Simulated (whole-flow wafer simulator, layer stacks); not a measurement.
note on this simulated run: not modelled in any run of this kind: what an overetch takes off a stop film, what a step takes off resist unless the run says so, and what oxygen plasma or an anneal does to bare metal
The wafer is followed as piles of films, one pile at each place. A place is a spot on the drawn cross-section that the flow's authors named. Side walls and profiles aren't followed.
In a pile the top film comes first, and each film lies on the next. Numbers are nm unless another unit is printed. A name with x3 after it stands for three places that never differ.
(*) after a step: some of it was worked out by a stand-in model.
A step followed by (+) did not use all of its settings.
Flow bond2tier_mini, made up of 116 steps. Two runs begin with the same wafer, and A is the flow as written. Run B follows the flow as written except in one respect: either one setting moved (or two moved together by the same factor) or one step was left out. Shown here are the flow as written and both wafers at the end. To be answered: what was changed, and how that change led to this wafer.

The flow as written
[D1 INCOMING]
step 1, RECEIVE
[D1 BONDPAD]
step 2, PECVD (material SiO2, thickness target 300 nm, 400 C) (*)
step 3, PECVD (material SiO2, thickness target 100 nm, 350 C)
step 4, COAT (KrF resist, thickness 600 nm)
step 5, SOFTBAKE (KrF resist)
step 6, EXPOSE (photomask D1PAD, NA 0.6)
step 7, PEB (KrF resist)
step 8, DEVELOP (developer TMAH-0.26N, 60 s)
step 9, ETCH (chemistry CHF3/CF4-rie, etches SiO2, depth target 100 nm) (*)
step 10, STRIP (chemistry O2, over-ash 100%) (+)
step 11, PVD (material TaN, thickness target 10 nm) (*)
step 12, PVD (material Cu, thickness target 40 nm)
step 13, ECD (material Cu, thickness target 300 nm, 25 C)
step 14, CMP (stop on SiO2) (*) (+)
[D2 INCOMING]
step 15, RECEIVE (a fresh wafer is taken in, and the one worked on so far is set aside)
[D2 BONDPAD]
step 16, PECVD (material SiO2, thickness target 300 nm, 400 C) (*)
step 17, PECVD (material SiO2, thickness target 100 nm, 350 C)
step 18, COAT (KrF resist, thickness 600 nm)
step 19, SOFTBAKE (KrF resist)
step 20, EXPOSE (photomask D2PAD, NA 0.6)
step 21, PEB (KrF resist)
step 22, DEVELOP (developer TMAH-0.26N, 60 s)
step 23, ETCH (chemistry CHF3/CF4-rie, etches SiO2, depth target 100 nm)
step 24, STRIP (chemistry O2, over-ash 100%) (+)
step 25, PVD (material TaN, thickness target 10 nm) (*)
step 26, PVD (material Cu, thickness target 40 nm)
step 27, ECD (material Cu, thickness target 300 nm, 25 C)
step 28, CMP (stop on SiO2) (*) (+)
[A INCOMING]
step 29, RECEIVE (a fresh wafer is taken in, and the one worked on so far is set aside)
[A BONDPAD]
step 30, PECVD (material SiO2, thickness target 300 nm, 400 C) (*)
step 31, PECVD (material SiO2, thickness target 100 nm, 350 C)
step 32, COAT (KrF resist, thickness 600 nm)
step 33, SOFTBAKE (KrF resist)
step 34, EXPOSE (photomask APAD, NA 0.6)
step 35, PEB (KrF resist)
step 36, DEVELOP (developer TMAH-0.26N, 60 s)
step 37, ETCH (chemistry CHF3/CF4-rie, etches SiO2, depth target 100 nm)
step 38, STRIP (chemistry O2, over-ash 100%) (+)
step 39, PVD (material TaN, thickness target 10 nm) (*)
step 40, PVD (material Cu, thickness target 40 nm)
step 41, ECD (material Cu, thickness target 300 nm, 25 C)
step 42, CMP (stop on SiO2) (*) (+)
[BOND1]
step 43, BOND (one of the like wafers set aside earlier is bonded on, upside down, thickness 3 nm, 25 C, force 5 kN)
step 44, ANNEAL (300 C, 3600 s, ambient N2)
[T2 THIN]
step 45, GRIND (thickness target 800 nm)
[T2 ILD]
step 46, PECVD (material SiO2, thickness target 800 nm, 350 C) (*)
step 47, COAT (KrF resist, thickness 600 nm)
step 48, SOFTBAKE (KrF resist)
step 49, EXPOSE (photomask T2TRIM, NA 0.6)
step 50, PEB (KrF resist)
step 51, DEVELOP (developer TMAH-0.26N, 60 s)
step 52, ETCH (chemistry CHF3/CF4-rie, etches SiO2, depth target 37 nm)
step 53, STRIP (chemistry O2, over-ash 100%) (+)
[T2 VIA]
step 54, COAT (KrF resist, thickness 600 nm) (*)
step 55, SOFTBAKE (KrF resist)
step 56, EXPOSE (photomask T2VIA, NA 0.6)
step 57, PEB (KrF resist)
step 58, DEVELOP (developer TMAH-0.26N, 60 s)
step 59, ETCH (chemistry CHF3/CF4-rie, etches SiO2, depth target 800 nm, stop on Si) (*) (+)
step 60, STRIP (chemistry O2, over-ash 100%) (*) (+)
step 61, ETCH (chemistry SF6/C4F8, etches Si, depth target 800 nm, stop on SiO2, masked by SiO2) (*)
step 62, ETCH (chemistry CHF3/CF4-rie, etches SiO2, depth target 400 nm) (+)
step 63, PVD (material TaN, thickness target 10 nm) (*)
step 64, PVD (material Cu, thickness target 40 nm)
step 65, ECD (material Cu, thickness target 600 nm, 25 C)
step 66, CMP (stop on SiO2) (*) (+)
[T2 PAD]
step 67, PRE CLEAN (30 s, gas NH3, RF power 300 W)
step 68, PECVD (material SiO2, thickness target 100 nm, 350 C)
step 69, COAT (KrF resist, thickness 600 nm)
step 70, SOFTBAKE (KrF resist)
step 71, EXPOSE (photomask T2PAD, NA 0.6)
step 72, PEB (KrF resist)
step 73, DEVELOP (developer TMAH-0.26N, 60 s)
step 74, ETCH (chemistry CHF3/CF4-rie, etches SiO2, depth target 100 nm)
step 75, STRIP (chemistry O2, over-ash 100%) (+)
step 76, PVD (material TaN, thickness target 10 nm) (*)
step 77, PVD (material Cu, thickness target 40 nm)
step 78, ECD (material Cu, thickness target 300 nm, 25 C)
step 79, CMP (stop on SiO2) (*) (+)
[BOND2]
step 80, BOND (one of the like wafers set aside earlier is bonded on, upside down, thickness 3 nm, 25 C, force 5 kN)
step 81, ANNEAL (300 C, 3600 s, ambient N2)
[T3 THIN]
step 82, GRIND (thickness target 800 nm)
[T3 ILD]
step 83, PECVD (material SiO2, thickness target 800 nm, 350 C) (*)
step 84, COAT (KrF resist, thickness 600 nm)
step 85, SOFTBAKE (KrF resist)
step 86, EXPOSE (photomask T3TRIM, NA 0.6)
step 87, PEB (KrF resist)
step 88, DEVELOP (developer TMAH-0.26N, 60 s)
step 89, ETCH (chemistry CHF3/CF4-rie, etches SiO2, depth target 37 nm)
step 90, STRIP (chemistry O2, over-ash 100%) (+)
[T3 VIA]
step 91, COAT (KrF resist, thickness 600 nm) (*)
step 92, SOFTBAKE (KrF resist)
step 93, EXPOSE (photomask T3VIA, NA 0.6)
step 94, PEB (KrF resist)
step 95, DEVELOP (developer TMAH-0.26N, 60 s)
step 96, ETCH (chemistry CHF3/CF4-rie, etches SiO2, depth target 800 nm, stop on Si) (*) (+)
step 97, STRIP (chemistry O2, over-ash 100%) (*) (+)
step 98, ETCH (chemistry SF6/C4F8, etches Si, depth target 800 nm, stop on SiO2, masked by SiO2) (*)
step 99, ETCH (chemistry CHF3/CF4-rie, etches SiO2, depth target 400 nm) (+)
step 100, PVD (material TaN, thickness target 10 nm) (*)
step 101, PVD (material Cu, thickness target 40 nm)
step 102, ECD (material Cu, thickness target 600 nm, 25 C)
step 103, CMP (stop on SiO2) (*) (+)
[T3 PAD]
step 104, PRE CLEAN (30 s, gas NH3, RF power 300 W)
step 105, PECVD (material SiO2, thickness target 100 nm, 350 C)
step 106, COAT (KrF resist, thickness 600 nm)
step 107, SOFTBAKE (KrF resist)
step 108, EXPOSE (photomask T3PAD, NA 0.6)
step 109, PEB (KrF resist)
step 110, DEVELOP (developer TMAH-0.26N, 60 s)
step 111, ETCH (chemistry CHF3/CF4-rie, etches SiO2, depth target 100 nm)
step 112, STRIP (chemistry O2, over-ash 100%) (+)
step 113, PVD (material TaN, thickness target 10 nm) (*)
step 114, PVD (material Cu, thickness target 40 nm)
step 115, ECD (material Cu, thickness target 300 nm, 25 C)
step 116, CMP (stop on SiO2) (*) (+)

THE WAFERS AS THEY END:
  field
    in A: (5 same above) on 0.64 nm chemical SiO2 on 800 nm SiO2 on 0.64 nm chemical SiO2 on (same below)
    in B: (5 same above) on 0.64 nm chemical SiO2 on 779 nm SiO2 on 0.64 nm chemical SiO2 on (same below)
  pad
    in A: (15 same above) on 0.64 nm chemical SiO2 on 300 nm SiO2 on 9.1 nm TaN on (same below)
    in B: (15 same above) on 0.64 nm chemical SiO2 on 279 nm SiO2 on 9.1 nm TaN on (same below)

What caused this: step 3, PECVD: thickness target 79 nm was run, whereas the flow has thickness target 100 nm.

Step by step, how the change led to this:
  step 3, PECVD (material SiO2, thickness target 100 nm, 350 C)
      field, pad, via: A +100 SiO2 | B +79 SiO2
  step 43, BOND (one of the like wafers set aside earlier is bonded on, upside down, thickness 3 nm, 25 C, force 5 kN)
      field: A +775 um Si (new film), +0.64 chemical SiO2 (new film), +400 SiO2 | B +775 um Si (new film), +0.64 chemical SiO2 (new film), +379 SiO2
      pad: A +775 um Si (new film), +0.64 chemical SiO2 (new film), +300 SiO2 (new film), +9.1 TaN (new film), +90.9 Cu | B +775 um Si (new film), +0.64 chemical SiO2 (new film), +279 SiO2 (new film), +9.1 TaN (new film), +90.9 Cu
      (as well as at 1 more place)
